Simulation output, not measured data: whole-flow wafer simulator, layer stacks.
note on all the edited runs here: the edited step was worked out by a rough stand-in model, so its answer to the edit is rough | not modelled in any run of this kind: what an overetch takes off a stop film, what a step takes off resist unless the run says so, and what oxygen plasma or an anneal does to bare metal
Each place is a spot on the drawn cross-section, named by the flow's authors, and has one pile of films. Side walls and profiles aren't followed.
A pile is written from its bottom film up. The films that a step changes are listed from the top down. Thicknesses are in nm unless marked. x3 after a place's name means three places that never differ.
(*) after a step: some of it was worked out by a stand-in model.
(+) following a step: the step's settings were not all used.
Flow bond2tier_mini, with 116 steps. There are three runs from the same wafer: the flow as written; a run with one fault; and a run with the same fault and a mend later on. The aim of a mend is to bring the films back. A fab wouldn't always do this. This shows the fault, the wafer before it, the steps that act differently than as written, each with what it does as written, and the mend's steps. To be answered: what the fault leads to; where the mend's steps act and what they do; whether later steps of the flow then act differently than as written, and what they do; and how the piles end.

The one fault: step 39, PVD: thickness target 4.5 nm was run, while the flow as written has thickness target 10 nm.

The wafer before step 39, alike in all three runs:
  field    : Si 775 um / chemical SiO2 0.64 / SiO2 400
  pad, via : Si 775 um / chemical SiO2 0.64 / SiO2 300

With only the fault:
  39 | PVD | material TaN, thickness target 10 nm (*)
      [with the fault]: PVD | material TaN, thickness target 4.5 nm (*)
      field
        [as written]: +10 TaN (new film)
        [with the fault]: +4.5 TaN (new film)
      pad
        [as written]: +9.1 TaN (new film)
        [with the fault]: +4.1 TaN (new film)
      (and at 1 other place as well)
  Steps further on in the flow that do not act as written (1 more step, not shown, differs only slightly: by at most 2% or 0.5 nm, whichever is larger):
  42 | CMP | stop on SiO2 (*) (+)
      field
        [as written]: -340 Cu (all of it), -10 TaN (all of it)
        [with the fault]: -340 Cu (all of it), -4.5 TaN (all of it)
  At pad, the piles at the end differ from the flow's by more than 2% or 0.5 nm, whichever is larger.
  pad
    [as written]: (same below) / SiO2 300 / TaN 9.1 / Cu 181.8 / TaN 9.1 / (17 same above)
    [with the fault]: (same below) / SiO2 300 / TaN 4.1 / Cu 186.8 / TaN 9.1 / (17 same above)

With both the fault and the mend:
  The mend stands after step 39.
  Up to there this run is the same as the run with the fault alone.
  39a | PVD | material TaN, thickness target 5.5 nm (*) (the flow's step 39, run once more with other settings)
      field
        +5.5 TaN
      pad
        +5 TaN
      via
        +5.48 TaN
  None of the later steps of the flow acts differently than as written at any place that is followed.
  The piles end the same as the flow's at every place that both follow.
